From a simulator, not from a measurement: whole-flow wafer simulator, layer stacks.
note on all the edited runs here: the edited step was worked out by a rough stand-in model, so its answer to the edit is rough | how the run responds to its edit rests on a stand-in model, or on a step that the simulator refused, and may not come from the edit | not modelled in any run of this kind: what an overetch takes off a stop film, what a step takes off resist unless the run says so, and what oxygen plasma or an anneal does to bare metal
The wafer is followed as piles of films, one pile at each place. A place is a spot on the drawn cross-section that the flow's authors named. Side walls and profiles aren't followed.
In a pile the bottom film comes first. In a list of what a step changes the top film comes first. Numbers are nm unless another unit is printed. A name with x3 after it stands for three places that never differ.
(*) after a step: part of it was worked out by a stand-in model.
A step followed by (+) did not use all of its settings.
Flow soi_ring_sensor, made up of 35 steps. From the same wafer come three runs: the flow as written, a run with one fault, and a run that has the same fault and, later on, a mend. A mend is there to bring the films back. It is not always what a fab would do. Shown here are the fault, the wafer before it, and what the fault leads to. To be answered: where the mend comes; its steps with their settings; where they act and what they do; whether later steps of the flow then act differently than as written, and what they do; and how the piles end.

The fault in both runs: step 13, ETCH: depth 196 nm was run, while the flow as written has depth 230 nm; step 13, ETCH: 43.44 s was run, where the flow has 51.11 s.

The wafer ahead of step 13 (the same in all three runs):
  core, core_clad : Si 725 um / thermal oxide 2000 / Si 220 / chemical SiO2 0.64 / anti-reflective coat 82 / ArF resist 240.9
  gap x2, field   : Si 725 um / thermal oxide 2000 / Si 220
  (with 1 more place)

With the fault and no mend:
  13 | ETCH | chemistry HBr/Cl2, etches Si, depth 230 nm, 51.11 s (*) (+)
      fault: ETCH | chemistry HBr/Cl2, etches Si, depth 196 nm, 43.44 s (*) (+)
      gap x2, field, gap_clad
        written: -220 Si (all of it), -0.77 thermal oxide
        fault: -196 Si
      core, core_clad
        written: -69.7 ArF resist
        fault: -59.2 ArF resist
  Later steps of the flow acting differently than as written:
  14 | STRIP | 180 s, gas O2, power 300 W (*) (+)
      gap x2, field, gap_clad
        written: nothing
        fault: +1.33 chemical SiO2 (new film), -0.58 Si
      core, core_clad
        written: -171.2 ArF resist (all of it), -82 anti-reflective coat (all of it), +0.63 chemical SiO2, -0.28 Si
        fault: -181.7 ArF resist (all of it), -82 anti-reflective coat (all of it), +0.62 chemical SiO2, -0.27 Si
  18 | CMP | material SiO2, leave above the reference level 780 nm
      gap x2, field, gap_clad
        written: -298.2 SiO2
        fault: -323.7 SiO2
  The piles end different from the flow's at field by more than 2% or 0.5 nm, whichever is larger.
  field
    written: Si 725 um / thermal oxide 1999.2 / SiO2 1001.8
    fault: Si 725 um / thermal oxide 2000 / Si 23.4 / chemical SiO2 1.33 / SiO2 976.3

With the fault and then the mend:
  The mend follows step 13.
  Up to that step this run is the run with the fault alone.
  13a | ETCH | chemistry HBr/Cl2, etches Si, depth 34 nm, 7.555 s (*) (+) (the flow's step 13 again, with other settings)
      gap x2, field, gap_clad
        -24 Si (all of it), -0.77 thermal oxide
      core, core_clad
        -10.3 ArF resist
  Later steps of the flow that are run all act as written at every place that is followed, up to a difference of at most 2% or 0.5 nm, whichever is larger.
  At every place that both follow, the piles at the end match the flow's.
